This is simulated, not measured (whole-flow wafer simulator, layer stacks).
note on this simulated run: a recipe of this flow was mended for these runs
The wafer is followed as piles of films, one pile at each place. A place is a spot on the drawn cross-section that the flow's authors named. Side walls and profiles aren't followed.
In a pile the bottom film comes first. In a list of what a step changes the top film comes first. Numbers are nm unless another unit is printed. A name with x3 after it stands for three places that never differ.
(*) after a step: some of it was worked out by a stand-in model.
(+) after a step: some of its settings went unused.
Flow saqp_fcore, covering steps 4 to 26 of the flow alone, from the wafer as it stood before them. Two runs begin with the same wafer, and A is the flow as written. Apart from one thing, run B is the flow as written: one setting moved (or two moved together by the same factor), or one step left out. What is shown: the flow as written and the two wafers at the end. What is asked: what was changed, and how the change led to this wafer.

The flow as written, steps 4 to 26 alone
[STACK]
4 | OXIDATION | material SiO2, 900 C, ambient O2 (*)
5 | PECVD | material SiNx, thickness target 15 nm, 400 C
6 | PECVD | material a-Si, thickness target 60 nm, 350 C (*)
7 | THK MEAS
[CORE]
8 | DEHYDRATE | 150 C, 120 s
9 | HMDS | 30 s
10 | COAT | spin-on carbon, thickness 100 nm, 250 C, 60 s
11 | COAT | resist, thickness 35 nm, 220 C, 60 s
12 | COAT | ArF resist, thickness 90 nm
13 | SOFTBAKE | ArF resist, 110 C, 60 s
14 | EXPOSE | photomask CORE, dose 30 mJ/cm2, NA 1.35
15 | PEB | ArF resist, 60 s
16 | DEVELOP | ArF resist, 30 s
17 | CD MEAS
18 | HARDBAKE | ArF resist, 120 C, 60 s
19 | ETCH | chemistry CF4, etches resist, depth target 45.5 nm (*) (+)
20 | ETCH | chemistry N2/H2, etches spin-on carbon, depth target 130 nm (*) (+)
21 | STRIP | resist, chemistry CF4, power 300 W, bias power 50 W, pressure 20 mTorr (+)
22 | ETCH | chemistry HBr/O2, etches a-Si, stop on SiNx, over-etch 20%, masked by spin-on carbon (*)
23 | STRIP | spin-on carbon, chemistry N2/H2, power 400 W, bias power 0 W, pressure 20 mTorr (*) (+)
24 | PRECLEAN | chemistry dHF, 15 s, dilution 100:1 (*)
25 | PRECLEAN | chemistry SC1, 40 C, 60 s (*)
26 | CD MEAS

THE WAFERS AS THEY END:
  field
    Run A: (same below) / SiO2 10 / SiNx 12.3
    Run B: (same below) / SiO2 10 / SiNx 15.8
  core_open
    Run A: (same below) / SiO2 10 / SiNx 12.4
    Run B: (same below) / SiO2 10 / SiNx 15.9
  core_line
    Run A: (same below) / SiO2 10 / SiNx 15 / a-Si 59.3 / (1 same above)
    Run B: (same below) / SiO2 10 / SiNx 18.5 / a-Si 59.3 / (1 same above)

What caused this: step 5, PECVD: thickness target 18.5 nm was run, whereas the flow has thickness target 15 nm.
One can read it off the wafer: core_line has SiNx 18.5, and step 5 as written asks for 15 nm.

Step by step, how the change led to this:
  5 | PECVD | material SiNx, thickness target 15 nm, 400 C
      field, core_open, core_line: A +15 SiNx (new film) | B +18.5 SiNx (new film)
